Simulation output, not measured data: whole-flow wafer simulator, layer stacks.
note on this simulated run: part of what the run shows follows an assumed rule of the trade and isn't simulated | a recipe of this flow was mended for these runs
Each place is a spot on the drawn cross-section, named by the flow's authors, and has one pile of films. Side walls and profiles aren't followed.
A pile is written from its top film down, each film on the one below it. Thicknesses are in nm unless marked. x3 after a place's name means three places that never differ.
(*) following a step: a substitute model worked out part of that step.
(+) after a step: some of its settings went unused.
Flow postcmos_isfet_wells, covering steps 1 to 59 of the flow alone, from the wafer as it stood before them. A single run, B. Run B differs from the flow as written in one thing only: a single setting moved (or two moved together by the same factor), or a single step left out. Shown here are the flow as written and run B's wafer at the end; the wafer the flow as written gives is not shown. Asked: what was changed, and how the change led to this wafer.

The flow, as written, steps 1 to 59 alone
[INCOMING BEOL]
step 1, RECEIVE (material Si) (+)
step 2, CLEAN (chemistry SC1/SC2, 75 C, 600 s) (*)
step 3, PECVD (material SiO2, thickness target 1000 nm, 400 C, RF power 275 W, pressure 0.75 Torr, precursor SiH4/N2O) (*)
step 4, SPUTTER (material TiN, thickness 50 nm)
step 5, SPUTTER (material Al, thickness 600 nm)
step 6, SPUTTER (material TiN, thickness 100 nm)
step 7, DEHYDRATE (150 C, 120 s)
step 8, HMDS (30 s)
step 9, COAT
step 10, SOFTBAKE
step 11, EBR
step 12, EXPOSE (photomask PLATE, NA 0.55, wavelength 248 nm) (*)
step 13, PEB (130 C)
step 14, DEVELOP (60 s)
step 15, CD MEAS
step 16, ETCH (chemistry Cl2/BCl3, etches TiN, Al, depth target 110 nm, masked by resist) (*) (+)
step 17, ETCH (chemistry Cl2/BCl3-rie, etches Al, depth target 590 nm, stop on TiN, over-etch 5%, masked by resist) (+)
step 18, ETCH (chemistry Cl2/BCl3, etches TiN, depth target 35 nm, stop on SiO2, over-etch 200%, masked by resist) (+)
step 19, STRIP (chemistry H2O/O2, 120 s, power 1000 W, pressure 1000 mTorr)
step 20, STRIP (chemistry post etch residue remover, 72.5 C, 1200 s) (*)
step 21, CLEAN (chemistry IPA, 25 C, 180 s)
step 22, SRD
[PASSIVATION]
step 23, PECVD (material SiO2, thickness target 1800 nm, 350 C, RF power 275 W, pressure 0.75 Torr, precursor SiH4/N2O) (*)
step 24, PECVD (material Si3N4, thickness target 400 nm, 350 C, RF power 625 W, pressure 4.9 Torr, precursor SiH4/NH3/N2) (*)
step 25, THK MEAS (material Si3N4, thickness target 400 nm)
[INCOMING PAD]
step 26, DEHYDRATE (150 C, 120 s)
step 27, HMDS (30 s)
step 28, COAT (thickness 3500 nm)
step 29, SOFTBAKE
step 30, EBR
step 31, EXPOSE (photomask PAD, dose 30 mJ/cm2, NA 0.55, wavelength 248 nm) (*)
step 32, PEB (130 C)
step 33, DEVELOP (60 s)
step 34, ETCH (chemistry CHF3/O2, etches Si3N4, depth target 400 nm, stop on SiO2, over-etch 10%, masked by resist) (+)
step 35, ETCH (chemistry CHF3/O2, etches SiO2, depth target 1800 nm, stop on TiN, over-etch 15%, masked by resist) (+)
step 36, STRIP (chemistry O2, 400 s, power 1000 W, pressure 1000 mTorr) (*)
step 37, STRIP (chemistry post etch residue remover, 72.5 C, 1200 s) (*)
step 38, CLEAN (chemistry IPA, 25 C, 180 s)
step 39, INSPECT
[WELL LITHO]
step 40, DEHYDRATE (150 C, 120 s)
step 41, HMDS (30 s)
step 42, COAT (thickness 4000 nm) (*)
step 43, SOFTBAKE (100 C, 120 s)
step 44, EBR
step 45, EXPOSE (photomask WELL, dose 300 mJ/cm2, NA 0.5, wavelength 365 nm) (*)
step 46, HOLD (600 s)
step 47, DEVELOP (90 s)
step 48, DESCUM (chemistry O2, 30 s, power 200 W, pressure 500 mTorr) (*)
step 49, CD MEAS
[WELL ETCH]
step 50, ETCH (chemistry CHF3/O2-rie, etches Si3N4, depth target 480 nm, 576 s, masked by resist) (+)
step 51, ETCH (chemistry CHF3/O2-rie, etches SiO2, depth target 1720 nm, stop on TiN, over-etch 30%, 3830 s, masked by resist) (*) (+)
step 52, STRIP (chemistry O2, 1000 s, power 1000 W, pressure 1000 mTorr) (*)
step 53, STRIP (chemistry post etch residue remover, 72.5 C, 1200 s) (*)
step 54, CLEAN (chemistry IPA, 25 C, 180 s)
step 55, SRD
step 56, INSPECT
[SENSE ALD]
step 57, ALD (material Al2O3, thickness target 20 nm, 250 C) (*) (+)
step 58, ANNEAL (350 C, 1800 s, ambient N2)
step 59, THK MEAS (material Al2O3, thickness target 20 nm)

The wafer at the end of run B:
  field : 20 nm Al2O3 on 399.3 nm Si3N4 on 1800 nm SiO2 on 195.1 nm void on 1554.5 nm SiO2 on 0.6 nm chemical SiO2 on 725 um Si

What caused this: step 18, ETCH: depth target 22 nm was run, though the flow has depth target 35 nm.

How this came from the change, step by step:
  step 18, ETCH (chemistry Cl2/BCl3, etches TiN, depth target 35 nm, stop on SiO2, over-etch 200%, masked by resist) (+)
      margin x2, well900 x4, pad_clr, pad_open: thick-KrF-resist loses 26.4 (it would be, as written: thick-KrF-resist loses 37.9)
      field: TiN loses 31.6 (all of it), SiO2 loses 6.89 (it would be, as written: TiN loses 31.6 (all of it), SiO2 loses 14.7)
  step 23, PECVD (material SiO2, thickness target 1800 nm, 350 C, RF power 275 W, pressure 0.75 Torr, precursor SiH4/N2O) (*)
      field: SiO2 gains 1800 (new film), void gains 195.1 (new film), SiO2 gains 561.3 (it would be, as written: SiO2 gains 1800 (new film), void gains 201.1 (new film), SiO2 gains 563.2)
